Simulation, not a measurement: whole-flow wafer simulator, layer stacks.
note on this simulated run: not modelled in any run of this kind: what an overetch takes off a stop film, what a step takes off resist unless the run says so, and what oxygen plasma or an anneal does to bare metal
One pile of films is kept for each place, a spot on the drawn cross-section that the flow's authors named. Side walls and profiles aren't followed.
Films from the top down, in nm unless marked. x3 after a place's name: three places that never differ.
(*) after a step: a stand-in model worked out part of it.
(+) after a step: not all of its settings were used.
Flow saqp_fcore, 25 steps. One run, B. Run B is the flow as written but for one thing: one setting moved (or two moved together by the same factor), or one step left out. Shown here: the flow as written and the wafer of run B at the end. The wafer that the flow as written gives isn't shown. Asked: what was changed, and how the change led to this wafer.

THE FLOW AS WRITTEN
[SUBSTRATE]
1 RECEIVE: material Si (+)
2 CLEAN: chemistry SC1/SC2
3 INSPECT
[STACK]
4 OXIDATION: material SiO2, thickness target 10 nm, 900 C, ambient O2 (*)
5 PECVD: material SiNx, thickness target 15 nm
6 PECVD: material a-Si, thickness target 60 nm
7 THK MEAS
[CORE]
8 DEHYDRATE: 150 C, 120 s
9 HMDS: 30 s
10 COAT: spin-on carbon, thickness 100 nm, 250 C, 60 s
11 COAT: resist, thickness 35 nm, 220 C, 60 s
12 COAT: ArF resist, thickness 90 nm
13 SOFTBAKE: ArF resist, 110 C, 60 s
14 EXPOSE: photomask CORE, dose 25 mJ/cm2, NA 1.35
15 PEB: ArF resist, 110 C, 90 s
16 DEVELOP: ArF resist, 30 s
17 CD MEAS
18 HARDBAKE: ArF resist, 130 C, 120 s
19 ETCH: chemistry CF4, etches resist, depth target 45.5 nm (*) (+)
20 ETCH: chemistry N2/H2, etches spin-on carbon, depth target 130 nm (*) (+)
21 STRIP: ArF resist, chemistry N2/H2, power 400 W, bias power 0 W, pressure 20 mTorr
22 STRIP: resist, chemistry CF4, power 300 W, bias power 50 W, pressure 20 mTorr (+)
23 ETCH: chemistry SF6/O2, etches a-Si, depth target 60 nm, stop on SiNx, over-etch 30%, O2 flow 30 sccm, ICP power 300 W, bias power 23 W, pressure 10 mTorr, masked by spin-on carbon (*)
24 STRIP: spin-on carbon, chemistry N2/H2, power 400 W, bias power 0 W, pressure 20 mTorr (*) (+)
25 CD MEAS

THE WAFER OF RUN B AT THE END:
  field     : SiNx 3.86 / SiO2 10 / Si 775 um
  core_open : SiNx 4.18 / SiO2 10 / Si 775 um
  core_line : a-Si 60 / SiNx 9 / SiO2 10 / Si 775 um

The cause: step 5, PECVD: thickness target 9 nm was run, where the flow has thickness target 15 nm.
It can be read off the wafer: core_line has SiNx 9, and step 5 as written asks for 15 nm.

How the change led to this, step by step:
  5 PECVD: material SiNx, thickness target 15 nm
      field, core_open, core_line: SiNx +9 (new film) (as written it would be: SiNx +15 (new film))
